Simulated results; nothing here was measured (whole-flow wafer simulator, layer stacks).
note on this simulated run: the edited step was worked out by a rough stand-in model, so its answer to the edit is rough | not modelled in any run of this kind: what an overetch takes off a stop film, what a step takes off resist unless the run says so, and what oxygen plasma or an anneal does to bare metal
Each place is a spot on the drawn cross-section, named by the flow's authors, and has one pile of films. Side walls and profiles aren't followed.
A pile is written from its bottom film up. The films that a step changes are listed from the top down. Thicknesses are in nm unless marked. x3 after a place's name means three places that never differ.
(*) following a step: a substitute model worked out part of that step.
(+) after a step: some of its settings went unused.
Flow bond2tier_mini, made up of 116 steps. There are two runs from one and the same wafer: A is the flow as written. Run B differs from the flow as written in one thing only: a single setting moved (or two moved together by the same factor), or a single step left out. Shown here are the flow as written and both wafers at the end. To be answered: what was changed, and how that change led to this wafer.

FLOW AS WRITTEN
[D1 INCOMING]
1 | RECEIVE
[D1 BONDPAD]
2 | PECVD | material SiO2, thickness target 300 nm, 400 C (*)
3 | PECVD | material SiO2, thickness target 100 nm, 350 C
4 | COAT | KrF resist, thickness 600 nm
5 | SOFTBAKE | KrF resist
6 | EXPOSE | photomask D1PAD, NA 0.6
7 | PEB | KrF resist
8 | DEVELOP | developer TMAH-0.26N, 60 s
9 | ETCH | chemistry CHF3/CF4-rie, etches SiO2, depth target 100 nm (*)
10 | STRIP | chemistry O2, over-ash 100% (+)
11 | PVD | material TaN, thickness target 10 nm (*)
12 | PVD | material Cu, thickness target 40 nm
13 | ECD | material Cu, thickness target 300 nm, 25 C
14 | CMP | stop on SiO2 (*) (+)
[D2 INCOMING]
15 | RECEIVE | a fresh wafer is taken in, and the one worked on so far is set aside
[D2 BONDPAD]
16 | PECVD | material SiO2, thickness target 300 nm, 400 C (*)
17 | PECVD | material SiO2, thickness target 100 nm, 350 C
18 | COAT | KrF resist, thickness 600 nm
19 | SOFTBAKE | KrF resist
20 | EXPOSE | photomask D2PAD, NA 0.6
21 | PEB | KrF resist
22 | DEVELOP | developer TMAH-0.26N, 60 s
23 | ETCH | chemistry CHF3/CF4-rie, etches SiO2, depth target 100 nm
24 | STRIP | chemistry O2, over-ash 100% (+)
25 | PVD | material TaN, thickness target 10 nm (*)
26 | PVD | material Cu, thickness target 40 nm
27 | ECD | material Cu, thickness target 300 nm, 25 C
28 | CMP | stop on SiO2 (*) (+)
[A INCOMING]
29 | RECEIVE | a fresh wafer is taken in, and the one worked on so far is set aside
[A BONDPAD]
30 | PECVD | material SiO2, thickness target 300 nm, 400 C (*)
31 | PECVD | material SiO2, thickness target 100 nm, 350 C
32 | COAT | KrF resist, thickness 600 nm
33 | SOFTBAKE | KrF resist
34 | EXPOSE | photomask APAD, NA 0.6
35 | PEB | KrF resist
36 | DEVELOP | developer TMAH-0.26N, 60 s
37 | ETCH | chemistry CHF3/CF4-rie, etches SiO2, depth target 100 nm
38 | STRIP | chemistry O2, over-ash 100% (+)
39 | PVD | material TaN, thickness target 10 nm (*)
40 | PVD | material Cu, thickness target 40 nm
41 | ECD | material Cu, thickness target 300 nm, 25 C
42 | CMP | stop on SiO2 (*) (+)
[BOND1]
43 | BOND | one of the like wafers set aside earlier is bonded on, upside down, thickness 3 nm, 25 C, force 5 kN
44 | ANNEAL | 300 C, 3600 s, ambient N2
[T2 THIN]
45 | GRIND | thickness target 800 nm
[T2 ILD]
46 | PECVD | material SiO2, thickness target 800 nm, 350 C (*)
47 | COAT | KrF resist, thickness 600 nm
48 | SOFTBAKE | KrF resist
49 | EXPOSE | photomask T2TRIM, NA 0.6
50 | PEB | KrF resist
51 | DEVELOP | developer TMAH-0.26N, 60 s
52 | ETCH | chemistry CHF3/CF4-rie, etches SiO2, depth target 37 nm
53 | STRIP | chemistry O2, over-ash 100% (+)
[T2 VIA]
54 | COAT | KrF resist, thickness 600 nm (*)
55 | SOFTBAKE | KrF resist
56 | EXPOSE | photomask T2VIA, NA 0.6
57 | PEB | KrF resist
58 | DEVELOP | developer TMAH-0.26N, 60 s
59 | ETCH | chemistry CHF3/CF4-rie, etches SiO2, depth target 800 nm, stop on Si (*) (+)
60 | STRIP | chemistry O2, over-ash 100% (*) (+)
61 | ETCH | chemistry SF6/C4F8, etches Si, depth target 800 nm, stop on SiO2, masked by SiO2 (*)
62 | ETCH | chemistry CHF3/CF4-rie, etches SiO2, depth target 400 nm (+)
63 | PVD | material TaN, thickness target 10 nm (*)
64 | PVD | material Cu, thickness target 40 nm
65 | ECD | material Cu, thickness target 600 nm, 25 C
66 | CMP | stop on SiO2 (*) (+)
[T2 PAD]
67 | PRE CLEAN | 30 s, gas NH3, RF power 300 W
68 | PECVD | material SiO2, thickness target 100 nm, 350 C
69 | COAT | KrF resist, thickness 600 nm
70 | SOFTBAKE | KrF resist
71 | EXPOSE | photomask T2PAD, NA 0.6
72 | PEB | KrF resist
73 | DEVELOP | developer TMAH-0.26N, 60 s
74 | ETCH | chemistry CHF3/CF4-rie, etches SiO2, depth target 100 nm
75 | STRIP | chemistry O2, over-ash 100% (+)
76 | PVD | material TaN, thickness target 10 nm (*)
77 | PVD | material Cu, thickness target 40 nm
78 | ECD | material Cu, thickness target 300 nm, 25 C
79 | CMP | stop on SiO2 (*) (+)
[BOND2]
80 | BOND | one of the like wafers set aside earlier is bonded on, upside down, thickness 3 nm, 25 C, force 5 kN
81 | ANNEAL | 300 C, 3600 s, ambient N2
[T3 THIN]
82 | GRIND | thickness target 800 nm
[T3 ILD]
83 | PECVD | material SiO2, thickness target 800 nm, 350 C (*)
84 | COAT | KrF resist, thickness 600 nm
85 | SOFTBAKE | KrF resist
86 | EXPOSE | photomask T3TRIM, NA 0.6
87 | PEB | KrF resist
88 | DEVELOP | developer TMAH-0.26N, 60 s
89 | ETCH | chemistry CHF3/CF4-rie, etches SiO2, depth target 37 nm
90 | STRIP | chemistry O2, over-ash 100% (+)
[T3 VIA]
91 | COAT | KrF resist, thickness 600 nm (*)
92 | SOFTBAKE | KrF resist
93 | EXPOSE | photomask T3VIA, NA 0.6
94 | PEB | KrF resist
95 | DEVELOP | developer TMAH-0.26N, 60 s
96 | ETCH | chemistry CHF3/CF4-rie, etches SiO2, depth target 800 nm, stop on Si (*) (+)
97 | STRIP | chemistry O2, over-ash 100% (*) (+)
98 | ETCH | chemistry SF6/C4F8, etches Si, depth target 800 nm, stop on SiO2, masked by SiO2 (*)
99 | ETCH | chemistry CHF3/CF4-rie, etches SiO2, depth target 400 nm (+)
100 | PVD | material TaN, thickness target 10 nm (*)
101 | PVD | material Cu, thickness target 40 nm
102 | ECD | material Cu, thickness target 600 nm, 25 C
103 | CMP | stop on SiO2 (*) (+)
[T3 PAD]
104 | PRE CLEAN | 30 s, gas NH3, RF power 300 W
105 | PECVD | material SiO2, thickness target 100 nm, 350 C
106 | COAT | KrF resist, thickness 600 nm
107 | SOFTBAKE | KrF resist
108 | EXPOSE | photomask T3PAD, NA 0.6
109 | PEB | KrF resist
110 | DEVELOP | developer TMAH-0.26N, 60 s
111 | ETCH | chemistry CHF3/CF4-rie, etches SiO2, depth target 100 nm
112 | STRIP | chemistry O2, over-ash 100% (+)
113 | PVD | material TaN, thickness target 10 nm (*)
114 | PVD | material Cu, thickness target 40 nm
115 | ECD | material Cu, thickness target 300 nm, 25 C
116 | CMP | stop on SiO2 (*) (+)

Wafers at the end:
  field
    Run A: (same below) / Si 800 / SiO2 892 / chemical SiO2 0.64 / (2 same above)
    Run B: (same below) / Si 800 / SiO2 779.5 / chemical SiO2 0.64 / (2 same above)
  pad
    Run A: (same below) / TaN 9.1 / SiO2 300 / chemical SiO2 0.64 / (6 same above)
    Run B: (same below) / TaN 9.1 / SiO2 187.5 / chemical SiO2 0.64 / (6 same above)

The reason: step 16, PECVD: thickness target 187.5 nm was run, while the flow as written has thickness target 300 nm.
The wafer lets one read it off: pad has SiO2 187.5, and step 16 as written asks for 300 nm.

How this came from the change, step by step:
  16 | PECVD | material SiO2, thickness target 300 nm, 400 C (*)
      field, pad, via: A SiO2 gains 300 (new film) | B SiO2 gains 187.5 (new film)
  80 | BOND | one of the like wafers set aside earlier is bonded on, upside down, thickness 3 nm, 25 C, force 5 kN
      field: A Si gains 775 um (new film), chemical SiO2 gains 0.64 (new film), SiO2 gains 400 | B Si gains 775 um (new film), chemical SiO2 gains 0.64 (new film), SiO2 gains 287.5
      pad: A Si gains 775 um (new film), chemical SiO2 gains 0.64 (new film), SiO2 gains 300 (new film), TaN gains 9.1 (new film), Cu gains 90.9 | B Si gains 775 um (new film), chemical SiO2 gains 0.64 (new film), SiO2 gains 187.5 (new film), TaN gains 9.1 (new film), Cu gains 90.9
